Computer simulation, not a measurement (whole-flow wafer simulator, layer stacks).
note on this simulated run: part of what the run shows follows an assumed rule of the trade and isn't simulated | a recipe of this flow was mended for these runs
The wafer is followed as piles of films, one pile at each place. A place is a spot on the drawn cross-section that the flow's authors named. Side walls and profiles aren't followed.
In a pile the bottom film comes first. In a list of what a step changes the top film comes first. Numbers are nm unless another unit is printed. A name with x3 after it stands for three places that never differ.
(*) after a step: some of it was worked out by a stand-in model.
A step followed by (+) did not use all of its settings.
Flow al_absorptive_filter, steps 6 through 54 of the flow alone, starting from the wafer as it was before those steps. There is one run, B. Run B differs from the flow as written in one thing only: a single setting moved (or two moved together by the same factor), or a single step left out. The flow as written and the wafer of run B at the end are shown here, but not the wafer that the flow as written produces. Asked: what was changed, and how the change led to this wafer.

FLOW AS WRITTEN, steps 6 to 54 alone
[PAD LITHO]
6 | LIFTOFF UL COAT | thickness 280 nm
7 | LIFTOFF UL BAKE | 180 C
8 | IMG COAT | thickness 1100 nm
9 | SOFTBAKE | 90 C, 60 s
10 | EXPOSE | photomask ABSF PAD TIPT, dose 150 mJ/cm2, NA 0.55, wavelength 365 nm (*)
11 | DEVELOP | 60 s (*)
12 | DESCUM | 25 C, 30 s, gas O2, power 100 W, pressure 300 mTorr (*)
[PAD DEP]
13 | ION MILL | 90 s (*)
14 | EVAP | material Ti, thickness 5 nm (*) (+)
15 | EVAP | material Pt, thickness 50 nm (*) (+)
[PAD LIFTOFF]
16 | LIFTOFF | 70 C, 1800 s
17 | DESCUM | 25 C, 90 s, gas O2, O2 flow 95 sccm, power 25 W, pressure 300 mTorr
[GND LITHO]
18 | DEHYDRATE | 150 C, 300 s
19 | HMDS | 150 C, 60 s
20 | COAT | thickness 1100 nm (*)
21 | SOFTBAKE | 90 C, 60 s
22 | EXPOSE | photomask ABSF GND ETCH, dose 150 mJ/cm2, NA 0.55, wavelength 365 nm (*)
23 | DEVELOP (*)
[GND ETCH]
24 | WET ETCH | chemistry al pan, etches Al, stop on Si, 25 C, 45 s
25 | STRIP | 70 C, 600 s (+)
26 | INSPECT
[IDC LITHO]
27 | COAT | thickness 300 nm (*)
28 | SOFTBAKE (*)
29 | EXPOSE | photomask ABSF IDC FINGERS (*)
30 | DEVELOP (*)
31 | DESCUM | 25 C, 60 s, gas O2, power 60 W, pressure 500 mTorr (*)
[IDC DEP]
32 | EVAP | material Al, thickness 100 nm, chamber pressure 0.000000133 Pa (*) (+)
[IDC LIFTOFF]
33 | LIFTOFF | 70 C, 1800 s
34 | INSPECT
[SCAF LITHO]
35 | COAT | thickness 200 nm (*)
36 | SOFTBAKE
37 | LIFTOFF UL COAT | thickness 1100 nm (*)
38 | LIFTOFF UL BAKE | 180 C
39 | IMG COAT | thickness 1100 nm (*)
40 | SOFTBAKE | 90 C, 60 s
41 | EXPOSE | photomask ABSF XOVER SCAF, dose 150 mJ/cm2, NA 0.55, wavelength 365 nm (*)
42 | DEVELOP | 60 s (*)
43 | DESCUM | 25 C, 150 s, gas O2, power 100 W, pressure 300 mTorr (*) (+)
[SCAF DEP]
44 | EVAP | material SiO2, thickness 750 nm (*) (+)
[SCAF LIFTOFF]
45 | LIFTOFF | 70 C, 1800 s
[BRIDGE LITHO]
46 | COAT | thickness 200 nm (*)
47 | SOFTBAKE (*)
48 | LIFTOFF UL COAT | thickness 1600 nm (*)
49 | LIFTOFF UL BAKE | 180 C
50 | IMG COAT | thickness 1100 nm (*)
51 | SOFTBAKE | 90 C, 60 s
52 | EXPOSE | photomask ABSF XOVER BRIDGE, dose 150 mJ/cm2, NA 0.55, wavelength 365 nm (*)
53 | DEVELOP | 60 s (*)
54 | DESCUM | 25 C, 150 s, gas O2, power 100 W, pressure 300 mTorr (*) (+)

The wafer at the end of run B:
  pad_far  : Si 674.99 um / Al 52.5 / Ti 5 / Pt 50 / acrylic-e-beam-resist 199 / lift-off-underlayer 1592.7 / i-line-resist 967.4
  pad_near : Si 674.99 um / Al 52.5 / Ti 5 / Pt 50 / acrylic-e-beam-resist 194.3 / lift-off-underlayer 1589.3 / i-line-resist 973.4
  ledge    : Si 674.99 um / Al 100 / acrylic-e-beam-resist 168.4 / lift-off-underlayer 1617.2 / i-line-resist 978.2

The reason: step 11, DEVELOP: 72 s was run, while the flow as written has 60 s.

Step by step, how the change led to this:
  11 | DEVELOP | 60 s (*)
      pad_far, pad_near: i-line-resist loses 1100 (all of it), lift-off-underlayer loses 280 (all of it), Al loses 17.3 (as written it would have been: i-line-resist loses 1100 (all of it), lift-off-underlayer loses 280 (all of it), Al loses 13.3)
